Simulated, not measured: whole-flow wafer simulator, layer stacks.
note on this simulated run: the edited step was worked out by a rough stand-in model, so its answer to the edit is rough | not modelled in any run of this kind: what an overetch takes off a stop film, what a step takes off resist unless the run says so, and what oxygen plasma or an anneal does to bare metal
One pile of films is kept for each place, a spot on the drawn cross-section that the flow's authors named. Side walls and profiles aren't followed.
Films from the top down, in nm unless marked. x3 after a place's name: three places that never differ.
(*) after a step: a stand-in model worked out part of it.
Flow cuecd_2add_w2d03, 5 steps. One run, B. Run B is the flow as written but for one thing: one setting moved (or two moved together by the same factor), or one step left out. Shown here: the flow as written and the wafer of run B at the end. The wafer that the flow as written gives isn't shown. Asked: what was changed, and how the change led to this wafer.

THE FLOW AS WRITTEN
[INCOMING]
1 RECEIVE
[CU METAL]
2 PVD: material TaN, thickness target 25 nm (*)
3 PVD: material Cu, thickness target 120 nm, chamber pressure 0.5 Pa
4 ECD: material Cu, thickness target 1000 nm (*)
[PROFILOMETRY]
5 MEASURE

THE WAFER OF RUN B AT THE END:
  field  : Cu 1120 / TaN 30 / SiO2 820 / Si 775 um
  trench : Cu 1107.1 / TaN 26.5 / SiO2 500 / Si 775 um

The cause: step 2, PVD: thickness target 30 nm was run, where the flow has thickness target 25 nm.
It can be read off the wafer: field has TaN 30, and step 2 as written asks for 25 nm.

How the change led to this, step by step:
  2 PVD: material TaN, thickness target 25 nm (*)
      field: TaN +30 (new film) (as written it would be: TaN +25 (new film))
      trench: TaN +26.5 (new film) (as written it would be: TaN +22.1 (new film))
